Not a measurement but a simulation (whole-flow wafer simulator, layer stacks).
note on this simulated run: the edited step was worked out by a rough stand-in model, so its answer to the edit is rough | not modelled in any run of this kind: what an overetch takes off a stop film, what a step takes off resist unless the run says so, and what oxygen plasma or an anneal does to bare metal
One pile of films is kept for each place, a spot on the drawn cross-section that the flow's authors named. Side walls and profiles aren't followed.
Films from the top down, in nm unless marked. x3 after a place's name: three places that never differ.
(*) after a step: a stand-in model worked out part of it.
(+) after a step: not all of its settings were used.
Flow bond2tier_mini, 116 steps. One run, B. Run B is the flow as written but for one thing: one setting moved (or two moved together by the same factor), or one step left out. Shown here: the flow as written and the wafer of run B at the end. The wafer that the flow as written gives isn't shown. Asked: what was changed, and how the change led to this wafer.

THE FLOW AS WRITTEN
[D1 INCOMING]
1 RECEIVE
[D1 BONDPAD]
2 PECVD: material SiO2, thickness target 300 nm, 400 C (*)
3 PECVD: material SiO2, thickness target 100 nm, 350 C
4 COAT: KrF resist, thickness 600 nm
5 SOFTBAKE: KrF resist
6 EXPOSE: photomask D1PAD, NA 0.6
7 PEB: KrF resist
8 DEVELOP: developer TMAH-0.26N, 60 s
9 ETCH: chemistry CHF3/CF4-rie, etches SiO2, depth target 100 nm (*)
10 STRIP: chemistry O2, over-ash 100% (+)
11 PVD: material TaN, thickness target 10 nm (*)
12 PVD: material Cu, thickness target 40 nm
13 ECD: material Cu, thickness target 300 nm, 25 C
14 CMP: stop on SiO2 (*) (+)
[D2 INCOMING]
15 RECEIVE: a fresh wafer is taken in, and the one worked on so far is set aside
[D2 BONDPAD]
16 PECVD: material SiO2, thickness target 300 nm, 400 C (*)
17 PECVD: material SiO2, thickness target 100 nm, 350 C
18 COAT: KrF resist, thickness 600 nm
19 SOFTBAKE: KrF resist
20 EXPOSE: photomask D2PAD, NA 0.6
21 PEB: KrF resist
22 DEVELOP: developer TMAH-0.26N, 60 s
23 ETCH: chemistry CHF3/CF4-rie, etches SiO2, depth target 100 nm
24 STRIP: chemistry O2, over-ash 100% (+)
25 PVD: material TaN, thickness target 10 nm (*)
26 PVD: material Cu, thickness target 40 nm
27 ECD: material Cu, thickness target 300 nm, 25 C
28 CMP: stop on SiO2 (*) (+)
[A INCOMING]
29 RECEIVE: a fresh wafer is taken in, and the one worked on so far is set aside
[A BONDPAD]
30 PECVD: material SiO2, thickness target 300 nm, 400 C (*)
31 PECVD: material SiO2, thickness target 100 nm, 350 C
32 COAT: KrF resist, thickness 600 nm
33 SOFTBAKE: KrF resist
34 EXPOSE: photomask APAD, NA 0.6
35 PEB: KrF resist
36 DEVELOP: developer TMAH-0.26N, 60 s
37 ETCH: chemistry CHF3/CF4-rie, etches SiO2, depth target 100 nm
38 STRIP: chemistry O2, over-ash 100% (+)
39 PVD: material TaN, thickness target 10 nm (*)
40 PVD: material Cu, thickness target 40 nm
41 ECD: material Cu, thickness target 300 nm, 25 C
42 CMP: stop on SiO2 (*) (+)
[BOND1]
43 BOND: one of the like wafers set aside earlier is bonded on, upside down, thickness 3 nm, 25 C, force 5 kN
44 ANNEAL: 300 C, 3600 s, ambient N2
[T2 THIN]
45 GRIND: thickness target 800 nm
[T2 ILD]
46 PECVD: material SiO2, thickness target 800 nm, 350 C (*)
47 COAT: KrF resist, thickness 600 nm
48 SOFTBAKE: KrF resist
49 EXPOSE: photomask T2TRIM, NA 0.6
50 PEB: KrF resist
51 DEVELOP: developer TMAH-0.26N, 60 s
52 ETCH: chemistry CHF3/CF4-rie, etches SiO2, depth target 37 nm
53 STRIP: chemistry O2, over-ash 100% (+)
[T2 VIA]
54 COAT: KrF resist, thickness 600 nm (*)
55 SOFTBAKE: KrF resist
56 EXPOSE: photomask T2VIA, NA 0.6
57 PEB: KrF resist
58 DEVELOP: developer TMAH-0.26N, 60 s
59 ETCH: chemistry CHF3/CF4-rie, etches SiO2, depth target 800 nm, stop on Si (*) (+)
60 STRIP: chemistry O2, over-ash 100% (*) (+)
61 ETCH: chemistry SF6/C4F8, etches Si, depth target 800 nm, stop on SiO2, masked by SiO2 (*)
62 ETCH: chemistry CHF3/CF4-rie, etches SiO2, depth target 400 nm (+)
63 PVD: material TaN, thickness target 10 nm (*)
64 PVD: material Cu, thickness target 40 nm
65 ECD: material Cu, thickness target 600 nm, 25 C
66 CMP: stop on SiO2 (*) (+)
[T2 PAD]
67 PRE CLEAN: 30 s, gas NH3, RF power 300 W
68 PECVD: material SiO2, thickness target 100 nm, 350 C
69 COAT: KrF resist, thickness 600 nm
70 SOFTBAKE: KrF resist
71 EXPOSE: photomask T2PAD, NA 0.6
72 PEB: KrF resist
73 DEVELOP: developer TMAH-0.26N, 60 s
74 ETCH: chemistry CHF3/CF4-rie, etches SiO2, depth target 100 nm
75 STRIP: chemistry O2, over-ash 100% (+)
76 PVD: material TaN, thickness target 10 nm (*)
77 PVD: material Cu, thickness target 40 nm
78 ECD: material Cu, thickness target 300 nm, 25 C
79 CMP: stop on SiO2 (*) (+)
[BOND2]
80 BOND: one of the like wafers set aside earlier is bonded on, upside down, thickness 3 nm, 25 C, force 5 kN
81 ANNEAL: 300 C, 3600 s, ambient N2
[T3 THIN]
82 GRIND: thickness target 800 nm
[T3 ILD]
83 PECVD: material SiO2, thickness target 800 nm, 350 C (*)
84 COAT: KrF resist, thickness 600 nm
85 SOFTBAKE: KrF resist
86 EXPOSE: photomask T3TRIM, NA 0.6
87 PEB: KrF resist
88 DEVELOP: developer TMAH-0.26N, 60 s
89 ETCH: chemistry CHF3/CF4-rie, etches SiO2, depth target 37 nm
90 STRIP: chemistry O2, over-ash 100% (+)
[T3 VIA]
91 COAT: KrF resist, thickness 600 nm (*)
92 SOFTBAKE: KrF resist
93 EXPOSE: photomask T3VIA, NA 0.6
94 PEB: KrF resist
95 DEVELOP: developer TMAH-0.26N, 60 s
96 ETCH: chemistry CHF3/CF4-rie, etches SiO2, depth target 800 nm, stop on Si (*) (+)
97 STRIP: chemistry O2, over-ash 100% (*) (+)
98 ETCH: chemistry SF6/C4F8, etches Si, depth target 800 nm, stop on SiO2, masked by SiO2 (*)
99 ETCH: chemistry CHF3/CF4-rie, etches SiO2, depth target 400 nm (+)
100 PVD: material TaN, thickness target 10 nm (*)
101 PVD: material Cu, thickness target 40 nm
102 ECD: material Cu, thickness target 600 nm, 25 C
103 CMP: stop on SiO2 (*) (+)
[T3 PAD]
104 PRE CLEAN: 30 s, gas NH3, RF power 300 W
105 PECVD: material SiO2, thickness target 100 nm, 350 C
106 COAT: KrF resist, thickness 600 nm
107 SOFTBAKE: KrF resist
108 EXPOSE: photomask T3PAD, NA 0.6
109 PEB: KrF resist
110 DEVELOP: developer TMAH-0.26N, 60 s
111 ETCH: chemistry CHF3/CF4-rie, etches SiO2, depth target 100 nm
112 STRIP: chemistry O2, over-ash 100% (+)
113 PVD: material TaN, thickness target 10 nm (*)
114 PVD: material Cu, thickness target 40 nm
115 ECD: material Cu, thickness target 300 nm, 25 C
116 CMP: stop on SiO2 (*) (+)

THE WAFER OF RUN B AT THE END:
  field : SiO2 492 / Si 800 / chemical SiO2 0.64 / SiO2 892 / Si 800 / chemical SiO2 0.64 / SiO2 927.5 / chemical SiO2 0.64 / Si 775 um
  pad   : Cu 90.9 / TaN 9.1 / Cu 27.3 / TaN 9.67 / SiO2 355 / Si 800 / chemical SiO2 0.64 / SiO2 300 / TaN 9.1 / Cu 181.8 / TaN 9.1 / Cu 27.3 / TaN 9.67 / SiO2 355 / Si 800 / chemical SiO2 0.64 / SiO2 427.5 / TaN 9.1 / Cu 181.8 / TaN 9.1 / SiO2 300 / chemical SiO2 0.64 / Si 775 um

The cause: step 2, PECVD: thickness target 427.5 nm was run, where the flow has thickness target 300 nm.
It can be read off the wafer: pad has SiO2 427.5, and step 2 as written asks for 300 nm.

How the change led to this, step by step:
  2 PECVD: material SiO2, thickness target 300 nm, 400 C (*)
      field, pad, via: SiO2 +427.5 (new film) (as written it would be: SiO2 +300 (new film))
  43 BOND: one of the like wafers set aside earlier is bonded on, upside down, thickness 3 nm, 25 C, force 5 kN
      field: Si +775 um (new film), chemical SiO2 +0.64 (new film), SiO2 +527.5 (as written it would be: Si +775 um (new film), chemical SiO2 +0.64 (new film), SiO2 +400)
      pad: Si +775 um (new film), chemical SiO2 +0.64 (new film), SiO2 +427.5 (new film), TaN +9.1 (new film), Cu +90.9 (as written it would be: Si +775 um (new film), chemical SiO2 +0.64 (new film), SiO2 +300 (new film), TaN +9.1 (new film), Cu +90.9)
      (and at 1 more place)
